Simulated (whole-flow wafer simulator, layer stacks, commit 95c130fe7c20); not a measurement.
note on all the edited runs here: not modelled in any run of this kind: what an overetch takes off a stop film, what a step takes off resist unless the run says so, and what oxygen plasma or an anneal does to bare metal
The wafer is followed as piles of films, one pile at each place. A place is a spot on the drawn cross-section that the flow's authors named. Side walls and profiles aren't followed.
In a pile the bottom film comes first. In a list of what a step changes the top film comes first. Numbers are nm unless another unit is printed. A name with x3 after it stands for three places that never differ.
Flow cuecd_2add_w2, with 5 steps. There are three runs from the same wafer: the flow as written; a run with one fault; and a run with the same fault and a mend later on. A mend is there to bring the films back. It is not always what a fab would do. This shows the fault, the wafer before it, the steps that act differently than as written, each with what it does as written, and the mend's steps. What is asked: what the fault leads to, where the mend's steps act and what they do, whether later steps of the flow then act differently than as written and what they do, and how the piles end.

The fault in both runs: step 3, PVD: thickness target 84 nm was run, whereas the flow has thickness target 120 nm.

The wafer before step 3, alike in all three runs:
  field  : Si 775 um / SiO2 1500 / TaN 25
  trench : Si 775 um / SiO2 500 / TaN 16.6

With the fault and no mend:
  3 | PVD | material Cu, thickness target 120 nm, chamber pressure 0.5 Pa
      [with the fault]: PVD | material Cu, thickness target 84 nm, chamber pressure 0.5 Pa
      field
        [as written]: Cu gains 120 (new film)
        [with the fault]: Cu gains 84 (new film)
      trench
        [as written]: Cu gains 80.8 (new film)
        [with the fault]: Cu gains 56.7 (new film)
  Every later step of the flow that is run acts as written, at every place that is followed, to within 2% or 0.5 nm, whichever is larger.
  By the end, the piles at field depart from the flow's by more than 2% or 0.5 nm, whichever is larger.
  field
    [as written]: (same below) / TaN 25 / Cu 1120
    [with the fault]: (same below) / TaN 25 / Cu 1084

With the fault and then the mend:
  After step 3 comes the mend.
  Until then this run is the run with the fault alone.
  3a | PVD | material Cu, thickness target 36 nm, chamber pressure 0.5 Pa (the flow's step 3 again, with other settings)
      field
        Cu gains 36
      trench
        Cu gains 23.7
  Every later step of the flow that is run acts as written, at every place that is followed, to within 2% or 0.5 nm, whichever is larger.
  The piles end the same as the flow's at every place that both follow.
